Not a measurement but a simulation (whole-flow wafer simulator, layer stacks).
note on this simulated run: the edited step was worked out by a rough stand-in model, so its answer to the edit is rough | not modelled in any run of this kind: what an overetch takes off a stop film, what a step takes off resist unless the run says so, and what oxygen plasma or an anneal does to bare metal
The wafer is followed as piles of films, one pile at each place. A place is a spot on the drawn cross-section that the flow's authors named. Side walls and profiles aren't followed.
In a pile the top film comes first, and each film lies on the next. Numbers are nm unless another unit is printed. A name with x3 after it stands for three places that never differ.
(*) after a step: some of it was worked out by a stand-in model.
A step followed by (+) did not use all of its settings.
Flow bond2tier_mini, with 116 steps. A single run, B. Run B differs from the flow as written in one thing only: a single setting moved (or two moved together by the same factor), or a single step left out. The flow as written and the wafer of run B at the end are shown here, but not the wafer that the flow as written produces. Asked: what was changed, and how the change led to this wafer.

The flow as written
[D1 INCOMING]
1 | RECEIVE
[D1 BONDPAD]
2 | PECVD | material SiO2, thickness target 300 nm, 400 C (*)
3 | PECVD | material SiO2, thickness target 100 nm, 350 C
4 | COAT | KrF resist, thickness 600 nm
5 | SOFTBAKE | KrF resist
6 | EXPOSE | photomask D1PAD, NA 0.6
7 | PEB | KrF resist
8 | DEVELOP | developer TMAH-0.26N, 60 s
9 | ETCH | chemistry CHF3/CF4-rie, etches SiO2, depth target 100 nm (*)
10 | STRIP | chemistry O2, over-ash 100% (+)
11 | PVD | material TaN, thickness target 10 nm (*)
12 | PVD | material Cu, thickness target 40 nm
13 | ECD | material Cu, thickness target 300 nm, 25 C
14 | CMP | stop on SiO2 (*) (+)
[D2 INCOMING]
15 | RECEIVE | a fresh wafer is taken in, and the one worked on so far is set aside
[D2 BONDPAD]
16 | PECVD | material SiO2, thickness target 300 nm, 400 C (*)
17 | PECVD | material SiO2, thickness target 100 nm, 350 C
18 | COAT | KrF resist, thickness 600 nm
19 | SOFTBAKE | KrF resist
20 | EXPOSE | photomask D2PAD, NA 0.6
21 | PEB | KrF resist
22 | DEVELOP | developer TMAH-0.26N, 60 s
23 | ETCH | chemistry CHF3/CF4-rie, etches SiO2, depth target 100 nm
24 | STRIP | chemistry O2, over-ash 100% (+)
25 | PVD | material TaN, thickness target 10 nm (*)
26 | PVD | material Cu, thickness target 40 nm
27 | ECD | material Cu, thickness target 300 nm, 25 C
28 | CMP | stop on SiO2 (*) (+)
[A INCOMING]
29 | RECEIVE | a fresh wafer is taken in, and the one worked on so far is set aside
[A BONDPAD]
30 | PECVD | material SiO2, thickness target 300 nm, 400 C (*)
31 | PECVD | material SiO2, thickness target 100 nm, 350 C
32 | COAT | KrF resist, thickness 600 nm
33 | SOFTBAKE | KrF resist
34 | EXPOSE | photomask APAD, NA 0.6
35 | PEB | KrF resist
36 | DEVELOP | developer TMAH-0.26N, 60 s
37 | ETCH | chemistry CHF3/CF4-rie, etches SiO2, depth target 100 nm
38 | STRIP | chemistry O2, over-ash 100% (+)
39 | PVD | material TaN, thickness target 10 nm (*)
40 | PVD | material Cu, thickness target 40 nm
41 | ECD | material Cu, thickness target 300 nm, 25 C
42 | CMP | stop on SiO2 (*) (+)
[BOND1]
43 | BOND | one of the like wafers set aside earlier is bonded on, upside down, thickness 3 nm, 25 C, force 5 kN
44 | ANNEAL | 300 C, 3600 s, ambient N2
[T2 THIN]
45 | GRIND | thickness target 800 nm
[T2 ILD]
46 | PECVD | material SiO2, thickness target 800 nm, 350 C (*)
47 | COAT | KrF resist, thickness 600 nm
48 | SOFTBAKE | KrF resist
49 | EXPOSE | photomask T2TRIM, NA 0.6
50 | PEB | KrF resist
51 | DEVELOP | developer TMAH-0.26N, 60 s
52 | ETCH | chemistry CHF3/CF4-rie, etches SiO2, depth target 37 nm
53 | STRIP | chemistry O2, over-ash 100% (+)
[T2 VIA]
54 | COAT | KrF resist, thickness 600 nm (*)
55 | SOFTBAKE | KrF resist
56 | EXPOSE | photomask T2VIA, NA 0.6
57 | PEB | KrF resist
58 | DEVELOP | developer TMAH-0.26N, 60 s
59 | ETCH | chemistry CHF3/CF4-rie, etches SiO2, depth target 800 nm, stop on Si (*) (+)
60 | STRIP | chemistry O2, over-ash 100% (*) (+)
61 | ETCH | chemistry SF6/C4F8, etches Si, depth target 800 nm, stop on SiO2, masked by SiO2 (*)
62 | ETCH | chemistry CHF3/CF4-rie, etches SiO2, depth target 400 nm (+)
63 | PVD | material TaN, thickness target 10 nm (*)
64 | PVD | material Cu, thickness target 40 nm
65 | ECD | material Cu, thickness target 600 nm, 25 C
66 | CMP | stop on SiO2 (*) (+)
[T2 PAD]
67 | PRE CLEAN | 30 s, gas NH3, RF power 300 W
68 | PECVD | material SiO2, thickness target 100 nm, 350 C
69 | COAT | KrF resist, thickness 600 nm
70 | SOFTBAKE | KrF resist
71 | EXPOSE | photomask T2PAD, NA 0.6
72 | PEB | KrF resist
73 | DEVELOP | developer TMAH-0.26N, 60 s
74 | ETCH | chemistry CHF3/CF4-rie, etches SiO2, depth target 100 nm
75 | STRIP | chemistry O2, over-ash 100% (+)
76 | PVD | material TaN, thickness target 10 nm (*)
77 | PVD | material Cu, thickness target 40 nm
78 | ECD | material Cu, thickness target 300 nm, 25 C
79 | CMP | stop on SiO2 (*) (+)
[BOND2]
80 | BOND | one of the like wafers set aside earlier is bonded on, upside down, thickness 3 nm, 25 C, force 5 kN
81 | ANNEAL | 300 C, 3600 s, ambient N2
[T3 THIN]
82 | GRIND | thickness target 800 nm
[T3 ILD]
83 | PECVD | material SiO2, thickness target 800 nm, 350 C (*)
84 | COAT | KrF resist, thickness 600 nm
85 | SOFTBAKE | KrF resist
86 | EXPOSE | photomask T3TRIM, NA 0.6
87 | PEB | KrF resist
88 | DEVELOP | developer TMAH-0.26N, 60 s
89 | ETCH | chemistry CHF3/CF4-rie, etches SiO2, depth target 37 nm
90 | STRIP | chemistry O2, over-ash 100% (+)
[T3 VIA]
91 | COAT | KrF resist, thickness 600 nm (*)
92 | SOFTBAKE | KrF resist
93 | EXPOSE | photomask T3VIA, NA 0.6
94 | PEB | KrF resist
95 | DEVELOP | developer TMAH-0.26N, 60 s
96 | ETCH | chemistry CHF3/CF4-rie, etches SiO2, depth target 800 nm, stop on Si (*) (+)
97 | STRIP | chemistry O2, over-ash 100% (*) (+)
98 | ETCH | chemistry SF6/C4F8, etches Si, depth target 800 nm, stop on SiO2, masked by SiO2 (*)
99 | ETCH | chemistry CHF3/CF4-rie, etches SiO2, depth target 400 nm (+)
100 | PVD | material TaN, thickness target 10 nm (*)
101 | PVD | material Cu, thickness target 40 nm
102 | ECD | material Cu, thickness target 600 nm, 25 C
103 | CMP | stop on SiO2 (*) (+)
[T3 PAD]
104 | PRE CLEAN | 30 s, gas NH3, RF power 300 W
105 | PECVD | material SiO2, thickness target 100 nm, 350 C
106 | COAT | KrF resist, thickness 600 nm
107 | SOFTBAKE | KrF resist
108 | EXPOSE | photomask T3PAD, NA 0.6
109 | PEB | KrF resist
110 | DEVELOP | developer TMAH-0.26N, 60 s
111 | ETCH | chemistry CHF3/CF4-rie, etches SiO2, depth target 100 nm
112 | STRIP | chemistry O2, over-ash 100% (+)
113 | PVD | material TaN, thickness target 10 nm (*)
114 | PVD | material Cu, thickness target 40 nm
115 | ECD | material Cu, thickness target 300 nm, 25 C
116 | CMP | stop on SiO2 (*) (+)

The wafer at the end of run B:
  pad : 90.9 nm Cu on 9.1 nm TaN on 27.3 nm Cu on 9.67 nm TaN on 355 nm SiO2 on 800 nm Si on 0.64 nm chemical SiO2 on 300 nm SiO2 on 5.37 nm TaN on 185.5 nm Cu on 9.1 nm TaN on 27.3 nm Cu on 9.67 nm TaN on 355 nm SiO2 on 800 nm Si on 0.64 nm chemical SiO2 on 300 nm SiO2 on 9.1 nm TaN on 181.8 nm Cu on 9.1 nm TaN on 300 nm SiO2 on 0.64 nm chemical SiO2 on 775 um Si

Cause: step 25, PVD: thickness target 5.9 nm was run, though the flow has thickness target 10 nm.

Step by step, how the change led to this:
  25 | PVD | material TaN, thickness target 10 nm (*)
      field: TaN gains 5.9 (new film) (in the flow as written it would be: TaN gains 10 (new film))
      pad: TaN gains 5.37 (new film) (in the flow as written it would be: TaN gains 9.1 (new film))
      (also at 1 further place)
  28 | CMP | stop on SiO2 (*) (+)
      field: Cu loses 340 (all of it), TaN loses 5.9 (all of it) (in the flow as written it would be: Cu loses 340 (all of it), TaN loses 10 (all of it))
  80 | BOND | one of the like wafers set aside earlier is bonded on, upside down, thickness 3 nm, 25 C, force 5 kN
      pad: Si gains 775 um (new film), chemical SiO2 gains 0.64 (new film), SiO2 gains 300 (new film), TaN gains 5.37 (new film), Cu gains 94.6 (in the flow as written it would be: Si gains 775 um (new film), chemical SiO2 gains 0.64 (new film), SiO2 gains 300 (new film), TaN gains 9.1 (new film), Cu gains 90.9)
